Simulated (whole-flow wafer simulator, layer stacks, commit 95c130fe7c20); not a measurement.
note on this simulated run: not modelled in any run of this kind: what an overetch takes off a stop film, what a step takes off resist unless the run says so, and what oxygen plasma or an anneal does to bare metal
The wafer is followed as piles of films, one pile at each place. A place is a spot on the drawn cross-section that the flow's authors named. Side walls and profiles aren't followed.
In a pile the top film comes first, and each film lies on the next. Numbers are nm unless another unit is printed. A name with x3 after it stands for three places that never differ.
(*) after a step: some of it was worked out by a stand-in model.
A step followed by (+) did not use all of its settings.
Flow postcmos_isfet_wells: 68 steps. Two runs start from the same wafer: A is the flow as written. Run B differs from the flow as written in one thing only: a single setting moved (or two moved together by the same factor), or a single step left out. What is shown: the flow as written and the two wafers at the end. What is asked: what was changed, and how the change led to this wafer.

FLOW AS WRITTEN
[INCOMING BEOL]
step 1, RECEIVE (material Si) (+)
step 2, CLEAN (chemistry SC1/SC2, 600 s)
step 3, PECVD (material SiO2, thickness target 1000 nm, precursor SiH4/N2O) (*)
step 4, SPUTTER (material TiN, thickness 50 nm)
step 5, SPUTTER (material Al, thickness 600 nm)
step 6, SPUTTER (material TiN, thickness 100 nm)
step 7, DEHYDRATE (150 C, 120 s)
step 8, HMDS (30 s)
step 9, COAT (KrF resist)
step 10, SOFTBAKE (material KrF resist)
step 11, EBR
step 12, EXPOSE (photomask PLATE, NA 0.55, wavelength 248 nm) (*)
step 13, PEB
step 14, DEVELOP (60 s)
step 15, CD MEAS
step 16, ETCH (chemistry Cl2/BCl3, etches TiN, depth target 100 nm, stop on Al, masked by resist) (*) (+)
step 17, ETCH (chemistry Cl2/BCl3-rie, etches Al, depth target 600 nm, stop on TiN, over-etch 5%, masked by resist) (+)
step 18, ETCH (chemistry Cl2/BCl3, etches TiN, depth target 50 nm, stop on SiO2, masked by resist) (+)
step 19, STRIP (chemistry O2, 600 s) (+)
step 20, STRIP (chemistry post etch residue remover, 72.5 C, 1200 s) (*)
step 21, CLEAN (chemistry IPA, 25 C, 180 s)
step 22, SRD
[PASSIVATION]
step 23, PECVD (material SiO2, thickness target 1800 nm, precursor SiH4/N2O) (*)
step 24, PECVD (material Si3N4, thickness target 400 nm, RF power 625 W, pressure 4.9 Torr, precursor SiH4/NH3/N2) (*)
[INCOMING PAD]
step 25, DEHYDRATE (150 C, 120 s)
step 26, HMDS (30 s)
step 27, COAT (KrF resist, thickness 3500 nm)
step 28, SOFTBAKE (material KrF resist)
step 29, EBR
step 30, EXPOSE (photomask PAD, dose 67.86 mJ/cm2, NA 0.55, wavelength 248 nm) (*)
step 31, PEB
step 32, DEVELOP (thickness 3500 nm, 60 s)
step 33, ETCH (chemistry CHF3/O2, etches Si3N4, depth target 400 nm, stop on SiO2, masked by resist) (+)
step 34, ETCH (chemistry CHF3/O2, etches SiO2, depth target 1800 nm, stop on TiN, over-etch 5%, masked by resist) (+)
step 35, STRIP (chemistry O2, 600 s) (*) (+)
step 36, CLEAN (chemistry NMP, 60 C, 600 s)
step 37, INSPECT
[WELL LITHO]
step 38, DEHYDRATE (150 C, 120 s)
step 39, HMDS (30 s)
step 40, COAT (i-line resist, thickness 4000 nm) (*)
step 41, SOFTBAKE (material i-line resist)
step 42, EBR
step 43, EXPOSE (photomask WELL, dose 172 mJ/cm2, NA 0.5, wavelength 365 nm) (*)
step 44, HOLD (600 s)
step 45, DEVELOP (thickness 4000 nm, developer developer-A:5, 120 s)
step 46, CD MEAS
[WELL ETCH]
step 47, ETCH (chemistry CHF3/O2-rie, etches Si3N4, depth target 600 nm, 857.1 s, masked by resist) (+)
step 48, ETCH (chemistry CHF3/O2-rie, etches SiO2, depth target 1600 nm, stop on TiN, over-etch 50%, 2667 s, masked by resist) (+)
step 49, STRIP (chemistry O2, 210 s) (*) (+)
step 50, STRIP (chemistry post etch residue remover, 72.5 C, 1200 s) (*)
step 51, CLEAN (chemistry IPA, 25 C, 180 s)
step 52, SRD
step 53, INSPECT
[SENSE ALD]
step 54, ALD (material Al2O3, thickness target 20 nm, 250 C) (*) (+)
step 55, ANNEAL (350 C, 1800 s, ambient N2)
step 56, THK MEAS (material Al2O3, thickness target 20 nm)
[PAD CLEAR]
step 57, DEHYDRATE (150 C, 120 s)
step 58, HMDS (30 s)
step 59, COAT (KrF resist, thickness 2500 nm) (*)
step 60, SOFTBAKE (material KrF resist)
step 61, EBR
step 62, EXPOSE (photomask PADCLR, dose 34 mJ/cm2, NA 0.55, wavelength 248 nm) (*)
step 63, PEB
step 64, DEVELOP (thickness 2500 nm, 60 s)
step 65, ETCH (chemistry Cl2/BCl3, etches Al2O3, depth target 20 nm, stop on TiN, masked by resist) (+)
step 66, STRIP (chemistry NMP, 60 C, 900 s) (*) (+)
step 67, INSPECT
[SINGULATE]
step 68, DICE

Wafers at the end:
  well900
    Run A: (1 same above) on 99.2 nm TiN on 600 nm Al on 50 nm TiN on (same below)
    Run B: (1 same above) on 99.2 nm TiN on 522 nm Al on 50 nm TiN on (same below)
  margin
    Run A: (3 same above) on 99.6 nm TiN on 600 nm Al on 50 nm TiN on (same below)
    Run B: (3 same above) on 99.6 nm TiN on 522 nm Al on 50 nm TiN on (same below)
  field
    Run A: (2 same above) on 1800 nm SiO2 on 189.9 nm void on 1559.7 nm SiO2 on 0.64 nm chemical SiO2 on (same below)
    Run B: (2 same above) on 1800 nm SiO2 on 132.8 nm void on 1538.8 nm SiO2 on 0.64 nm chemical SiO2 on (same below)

Cause: step 5, SPUTTER: thickness 522 nm was run, though the flow has thickness 600 nm.
The wafer lets one read it off: well900 has Al 522, and step 5 as written asks for 600 nm.

How this came from the change, step by step:
  step 5, SPUTTER (material Al, thickness 600 nm)
      field, margin, well900, well1300 x3, pad_rim, pad_clr, pad_open: A Al gains 600 (new film) | B Al gains 522 (new film)
  step 17, ETCH (chemistry Cl2/BCl3-rie, etches Al, depth target 600 nm, stop on TiN, over-etch 5%, masked by resist) (+)
      margin, well900, well1300 x3, pad_rim, pad_clr, pad_open: A KrF resist loses 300 | B KrF resist loses 274
      field: A Al loses 600 (all of it) | B Al loses 522 (all of it)
  step 19, STRIP (chemistry O2, 600 s) (+)
      margin, well900, well1300 x3, pad_rim, pad_clr, pad_open: A KrF resist loses 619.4 (all of it) | B KrF resist loses 645.3 (all of it)
  step 23, PECVD (material SiO2, thickness target 1800 nm, precursor SiH4/N2O) (*)
      field: A SiO2 gains 1800 (new film), void gains 189.9 (new film), SiO2 gains 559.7 | B SiO2 gains 1800 (new film), void gains 132.8 (new film), SiO2 gains 538.8
